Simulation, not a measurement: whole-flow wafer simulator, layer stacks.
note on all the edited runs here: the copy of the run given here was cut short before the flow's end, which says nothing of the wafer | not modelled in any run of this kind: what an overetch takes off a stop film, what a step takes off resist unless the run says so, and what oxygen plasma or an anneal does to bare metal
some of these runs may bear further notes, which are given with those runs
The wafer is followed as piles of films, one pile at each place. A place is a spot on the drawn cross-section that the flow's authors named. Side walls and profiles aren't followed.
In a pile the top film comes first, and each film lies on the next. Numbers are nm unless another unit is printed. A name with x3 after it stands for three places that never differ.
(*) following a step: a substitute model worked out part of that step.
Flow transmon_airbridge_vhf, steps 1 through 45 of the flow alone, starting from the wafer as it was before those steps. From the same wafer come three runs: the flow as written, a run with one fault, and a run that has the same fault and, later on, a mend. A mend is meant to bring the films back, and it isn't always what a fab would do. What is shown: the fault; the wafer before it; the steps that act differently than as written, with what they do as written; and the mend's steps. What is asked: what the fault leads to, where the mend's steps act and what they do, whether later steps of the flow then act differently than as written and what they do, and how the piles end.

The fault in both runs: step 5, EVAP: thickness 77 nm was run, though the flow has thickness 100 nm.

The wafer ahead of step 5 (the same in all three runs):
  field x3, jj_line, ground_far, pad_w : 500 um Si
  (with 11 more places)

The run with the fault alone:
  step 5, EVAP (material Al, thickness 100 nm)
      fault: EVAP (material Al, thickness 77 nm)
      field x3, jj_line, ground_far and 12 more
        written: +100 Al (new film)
        fault: +77 Al (new film)
  Later steps of the flow acting differently than as written (19 more steps, not shown, differ only slightly: by at most 2% or 0.5 nm, whichever is larger):
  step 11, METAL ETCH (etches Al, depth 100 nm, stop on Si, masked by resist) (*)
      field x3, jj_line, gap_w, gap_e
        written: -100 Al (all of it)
        fault: -77 Al (all of it)
  The piles end different from the flow's at ground_far, pad_w, flank_w and 8 more by more than 2% or 0.5 nm, whichever is larger.
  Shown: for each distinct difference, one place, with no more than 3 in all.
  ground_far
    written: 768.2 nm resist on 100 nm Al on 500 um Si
    fault: 768.2 nm resist on 77 nm Al on 500 um Si
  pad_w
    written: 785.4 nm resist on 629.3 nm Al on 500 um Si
    fault: 786.1 nm resist on 606.3 nm Al on 500 um Si
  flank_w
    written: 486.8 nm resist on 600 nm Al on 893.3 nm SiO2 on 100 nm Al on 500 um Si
    fault: 490.2 nm resist on 600 nm Al on 893.2 nm SiO2 on 77 nm Al on 500 um Si

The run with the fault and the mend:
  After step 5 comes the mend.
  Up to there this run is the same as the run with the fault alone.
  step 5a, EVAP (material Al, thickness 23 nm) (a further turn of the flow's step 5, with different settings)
      field x3, jj_line, ground_far and 12 more
        +23 Al
  Later steps of the flow that are run all act as written at every place that is followed.
  The piles end the same as the flow's at every place that both follow.
